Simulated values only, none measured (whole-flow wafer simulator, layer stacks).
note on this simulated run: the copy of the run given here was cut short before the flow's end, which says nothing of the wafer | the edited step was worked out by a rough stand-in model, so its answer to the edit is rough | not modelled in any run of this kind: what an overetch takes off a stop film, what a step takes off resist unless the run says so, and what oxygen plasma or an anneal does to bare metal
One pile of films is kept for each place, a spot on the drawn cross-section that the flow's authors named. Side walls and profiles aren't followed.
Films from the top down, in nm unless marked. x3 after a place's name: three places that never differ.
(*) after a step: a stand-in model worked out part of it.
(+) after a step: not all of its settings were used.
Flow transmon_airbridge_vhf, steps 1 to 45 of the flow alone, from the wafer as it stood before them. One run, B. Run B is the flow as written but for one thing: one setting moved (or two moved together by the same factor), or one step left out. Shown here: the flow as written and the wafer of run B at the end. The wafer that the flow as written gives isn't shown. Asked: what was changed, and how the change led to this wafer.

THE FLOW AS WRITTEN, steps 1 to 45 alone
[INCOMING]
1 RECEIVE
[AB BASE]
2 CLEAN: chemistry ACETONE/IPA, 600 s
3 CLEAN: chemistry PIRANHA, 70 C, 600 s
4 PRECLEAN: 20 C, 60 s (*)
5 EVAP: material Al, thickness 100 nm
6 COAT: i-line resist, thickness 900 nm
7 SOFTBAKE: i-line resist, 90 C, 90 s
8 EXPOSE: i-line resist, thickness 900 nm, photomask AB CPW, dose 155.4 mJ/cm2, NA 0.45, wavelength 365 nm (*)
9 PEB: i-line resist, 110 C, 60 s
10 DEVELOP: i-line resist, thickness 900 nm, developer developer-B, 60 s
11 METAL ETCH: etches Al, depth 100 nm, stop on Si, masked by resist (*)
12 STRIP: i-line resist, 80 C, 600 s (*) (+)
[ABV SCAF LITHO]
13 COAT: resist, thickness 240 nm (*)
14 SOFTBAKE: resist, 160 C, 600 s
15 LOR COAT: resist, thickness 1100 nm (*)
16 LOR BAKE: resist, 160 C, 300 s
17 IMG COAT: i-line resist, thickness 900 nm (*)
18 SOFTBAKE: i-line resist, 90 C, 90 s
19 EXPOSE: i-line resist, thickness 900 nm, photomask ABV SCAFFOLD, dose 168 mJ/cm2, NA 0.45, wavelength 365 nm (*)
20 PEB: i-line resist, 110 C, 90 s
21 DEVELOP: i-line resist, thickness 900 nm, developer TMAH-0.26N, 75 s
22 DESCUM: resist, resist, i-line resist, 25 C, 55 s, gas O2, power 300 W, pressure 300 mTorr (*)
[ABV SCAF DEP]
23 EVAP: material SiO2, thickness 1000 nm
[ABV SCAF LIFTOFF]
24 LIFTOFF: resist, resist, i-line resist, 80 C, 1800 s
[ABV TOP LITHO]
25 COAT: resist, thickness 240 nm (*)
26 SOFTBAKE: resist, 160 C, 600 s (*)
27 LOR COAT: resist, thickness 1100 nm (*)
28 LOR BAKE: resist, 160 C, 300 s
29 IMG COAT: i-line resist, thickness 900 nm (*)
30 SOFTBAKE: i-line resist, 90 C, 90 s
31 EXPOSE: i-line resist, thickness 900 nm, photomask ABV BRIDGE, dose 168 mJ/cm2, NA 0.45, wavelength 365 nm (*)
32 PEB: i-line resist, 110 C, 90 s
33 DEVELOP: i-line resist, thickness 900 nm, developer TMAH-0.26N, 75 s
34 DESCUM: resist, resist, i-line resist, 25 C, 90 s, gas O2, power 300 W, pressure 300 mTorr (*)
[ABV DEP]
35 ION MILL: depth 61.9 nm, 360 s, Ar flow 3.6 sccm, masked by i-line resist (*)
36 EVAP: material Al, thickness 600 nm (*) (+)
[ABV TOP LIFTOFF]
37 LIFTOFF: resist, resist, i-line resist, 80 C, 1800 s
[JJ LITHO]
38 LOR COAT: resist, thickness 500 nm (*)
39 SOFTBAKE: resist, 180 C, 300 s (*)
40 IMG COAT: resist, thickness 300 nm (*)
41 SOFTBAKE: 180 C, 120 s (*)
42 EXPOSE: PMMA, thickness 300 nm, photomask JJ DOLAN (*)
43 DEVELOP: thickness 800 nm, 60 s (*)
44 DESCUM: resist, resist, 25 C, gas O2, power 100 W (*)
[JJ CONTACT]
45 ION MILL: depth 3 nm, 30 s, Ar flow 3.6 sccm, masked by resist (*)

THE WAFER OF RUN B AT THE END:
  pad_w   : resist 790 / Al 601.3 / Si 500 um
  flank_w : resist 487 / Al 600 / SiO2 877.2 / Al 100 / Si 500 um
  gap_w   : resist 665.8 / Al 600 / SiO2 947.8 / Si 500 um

The cause: step 35, ION MILL: 522 s was run, where the flow has 360 s.

How the change led to this, step by step:
  35 ION MILL: depth 61.9 nm, 360 s, Ar flow 3.6 sccm, masked by i-line resist (*)
      field x3, jj_line, ground_far, trace_open_s x2, margin_s, margin_n: i-line resist -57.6 (as written it would be: i-line resist -39.7)
      flank_w, gap_w, cpw_trace, gap_e, flank_e, bridge_strip: SiO2 -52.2 (as written it would be: SiO2 -36)
      (and at 2 more places)
  37 LIFTOFF: resist, resist, i-line resist, 80 C, 1800 s
      field x3, jj_line, trace_open_s x2: Al -600 (all of it), i-line resist -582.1 (all of it), resist -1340 (all of it) (as written it would be: Al -600 (all of it), i-line resist -600 (all of it), resist -1340 (all of it))
      margin_s, margin_n: Al -600 (all of it), i-line resist -300.4 (all of it), resist -992 (all of it) (as written it would be: Al -600 (all of it), i-line resist -318.3 (all of it), resist -992 (all of it))
      (and at 1 more place)
